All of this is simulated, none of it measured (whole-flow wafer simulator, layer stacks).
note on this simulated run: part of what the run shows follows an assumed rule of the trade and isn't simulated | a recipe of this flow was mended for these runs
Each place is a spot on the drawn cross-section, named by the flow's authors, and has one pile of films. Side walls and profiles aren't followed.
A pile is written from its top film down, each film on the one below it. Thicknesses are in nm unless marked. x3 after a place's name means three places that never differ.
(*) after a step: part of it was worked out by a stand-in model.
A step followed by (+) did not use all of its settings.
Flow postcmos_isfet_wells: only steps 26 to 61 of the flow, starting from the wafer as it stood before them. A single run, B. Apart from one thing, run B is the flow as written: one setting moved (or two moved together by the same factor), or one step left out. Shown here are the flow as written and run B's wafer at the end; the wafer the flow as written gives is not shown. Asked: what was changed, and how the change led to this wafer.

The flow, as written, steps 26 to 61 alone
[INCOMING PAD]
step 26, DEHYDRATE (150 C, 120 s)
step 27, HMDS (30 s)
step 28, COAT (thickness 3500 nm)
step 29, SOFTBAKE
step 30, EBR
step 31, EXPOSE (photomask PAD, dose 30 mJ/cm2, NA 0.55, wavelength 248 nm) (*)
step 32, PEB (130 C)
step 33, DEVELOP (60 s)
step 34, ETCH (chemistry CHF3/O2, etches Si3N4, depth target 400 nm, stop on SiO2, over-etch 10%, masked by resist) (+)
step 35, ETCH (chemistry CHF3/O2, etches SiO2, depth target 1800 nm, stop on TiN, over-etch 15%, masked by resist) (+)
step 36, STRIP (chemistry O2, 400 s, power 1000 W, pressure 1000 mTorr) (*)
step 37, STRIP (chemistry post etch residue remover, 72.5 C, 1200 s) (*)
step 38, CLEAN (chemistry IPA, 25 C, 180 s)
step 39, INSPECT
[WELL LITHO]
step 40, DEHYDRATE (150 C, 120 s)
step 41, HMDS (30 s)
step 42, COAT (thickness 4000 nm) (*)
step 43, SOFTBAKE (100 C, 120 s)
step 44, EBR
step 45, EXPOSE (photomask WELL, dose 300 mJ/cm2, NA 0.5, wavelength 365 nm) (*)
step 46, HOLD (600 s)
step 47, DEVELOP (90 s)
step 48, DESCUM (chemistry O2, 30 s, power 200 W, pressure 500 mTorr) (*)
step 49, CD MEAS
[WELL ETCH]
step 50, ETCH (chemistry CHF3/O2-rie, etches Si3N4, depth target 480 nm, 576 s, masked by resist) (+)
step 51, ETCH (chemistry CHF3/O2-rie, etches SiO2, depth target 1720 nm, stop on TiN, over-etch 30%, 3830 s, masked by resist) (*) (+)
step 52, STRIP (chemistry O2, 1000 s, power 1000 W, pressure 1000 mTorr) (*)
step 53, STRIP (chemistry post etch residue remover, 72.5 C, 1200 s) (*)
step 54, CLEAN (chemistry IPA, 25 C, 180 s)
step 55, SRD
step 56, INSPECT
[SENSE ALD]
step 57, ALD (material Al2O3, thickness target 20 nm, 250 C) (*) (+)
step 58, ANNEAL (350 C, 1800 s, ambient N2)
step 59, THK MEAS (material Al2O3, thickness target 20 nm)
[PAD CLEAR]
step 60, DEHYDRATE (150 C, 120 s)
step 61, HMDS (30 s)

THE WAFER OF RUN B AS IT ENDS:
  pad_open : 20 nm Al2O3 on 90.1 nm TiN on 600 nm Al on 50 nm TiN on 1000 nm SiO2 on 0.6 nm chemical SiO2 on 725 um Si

The reason: step 34, ETCH: depth target 220 nm was run, though the flow has depth target 400 nm.

Step by step, how the change led to this:
  step 34, ETCH (chemistry CHF3/O2, etches Si3N4, depth target 400 nm, stop on SiO2, over-etch 10%, masked by resist) (+)
      pad_open: Si3N4 loses 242 (it would be, as written: Si3N4 loses 400 (all of it), SiO2 loses 20)
      field, margin x2, well900 x4, pad_clr: thick-KrF-resist loses 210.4 (it would be, as written: thick-KrF-resist loses 382.6)
  step 35, ETCH (chemistry CHF3/O2, etches SiO2, depth target 1800 nm, stop on TiN, over-etch 15%, masked by resist) (+)
      pad_open: Si3N4 loses 158 (all of it), SiO2 loses 1800 (all of it), TiN loses 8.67 (it would be, as written: SiO2 loses 1780 (all of it), TiN loses 24.2)
  step 36, STRIP (chemistry O2, 400 s, power 1000 W, pressure 1000 mTorr) (*)
      field, margin x2, well900 x4, pad_clr: thick-KrF-resist loses 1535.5 (all of it) (it would be, as written: thick-KrF-resist loses 1382.5 (all of it))
